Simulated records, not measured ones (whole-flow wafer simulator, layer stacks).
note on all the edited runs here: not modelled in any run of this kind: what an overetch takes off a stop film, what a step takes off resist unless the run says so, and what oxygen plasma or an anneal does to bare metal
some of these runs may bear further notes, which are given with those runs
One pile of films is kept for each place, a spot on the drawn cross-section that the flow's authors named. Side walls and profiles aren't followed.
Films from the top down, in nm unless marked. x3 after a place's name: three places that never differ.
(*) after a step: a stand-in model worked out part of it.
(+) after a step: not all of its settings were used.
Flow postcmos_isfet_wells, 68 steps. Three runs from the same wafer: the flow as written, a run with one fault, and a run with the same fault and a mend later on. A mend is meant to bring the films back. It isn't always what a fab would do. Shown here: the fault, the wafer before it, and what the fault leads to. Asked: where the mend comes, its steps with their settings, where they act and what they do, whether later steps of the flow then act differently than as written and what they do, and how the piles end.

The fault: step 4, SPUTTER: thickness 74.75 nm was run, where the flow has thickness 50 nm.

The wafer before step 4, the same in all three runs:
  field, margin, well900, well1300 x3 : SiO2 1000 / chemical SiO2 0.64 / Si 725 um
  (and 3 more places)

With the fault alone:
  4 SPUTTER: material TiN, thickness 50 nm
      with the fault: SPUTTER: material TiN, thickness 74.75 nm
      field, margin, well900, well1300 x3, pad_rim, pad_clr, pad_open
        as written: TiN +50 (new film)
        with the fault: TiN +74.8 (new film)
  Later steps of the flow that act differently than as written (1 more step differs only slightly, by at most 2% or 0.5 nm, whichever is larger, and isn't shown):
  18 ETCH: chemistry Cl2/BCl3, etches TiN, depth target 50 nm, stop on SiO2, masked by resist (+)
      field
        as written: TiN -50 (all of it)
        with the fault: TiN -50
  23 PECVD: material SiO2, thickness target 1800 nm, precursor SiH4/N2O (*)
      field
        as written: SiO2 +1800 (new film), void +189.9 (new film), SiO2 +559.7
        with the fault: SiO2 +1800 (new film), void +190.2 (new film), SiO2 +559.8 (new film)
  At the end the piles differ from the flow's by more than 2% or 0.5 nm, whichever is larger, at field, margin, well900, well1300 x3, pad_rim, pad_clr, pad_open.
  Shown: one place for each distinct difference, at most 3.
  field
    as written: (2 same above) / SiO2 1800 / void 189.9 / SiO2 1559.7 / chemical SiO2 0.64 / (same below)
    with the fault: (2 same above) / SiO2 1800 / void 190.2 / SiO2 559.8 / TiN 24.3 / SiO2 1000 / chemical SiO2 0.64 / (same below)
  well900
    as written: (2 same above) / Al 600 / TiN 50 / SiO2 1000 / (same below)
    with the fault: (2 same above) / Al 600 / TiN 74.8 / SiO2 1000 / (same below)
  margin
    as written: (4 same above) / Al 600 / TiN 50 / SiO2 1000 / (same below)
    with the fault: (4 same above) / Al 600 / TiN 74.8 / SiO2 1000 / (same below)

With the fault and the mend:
  The mend comes after step 4.
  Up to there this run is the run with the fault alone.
  4a ETCH: chemistry peroxide tin strip, depth target 24.75 nm
      field, margin, well900, well1300 x3, pad_rim, pad_clr, pad_open
        TiN -24.8
  No later step of the flow acts differently than as written at any place that is followed.
  At the end the piles are the same as the flow's at every place that both follow.
